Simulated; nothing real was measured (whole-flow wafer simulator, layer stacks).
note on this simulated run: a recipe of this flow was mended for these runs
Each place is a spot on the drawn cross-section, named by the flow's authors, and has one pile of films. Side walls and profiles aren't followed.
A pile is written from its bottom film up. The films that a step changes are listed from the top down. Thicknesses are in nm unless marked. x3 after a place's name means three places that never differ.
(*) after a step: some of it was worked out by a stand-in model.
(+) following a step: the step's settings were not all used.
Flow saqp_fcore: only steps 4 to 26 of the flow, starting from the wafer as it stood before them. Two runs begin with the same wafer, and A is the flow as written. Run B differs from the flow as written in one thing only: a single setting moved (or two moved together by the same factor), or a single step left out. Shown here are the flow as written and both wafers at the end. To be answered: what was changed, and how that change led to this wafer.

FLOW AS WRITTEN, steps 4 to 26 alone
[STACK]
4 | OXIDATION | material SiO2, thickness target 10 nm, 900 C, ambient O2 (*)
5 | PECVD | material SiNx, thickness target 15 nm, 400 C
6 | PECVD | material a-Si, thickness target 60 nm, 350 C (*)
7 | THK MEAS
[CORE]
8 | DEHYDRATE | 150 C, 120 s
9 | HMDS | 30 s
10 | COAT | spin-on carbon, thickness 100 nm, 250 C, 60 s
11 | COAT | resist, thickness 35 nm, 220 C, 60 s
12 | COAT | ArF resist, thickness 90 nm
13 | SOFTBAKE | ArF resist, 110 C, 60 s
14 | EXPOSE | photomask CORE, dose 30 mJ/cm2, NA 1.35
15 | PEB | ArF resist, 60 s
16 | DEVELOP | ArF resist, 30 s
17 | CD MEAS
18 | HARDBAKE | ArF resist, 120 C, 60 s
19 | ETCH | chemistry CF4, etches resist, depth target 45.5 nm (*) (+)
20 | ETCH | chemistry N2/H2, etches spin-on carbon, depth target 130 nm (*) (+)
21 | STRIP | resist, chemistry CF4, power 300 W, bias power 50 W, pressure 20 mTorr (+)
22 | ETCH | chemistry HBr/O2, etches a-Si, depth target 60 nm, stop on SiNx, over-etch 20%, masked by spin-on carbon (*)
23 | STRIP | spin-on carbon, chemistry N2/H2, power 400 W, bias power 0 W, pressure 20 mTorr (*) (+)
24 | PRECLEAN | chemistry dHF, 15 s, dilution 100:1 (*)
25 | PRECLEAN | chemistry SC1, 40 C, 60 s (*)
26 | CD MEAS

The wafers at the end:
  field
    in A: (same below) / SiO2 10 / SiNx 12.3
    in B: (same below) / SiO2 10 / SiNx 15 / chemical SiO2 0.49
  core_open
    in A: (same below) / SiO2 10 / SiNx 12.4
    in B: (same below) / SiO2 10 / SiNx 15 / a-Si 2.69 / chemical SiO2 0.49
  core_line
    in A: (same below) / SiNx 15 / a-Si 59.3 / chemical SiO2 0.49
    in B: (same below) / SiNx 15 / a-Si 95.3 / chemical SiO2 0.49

What caused this: step 6, PECVD: thickness target 96 nm was run, while the flow as written has thickness target 60 nm.

Step by step, how the change led to this:
  6 | PECVD | material a-Si, thickness target 60 nm, 350 C (*)
      field, core_open, core_line: A +60 a-Si (new film) | B +96 a-Si (new film)
  22 | ETCH | chemistry HBr/O2, etches a-Si, depth target 60 nm, stop on SiNx, over-etch 20%, masked by spin-on carbon (*)
      field: A -36.8 a-Si (all of it), -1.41 SiNx | B -72 a-Si
      core_open: A -39.4 a-Si (all of it), -1.3 SiNx | B -72 a-Si
      (also at 1 further place)
  23 | STRIP | spin-on carbon, chemistry N2/H2, power 400 W, bias power 0 W, pressure 20 mTorr (*) (+)
      core_line: A -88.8 spin-on carbon (all of it) | B -83.8 spin-on carbon (all of it)
  24 | PRECLEAN | chemistry dHF, 15 s, dilution 100:1 (*)
      field, core_open: A -1.31 SiNx | B nothing
  25 | PRECLEAN | chemistry SC1, 40 C, 60 s (*)
      field: A nothing | B +0.49 chemical SiO2 (new film), -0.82 a-Si (all of it)
      core_open: A nothing | B +0.49 chemical SiO2 (new film), -0.7 a-Si
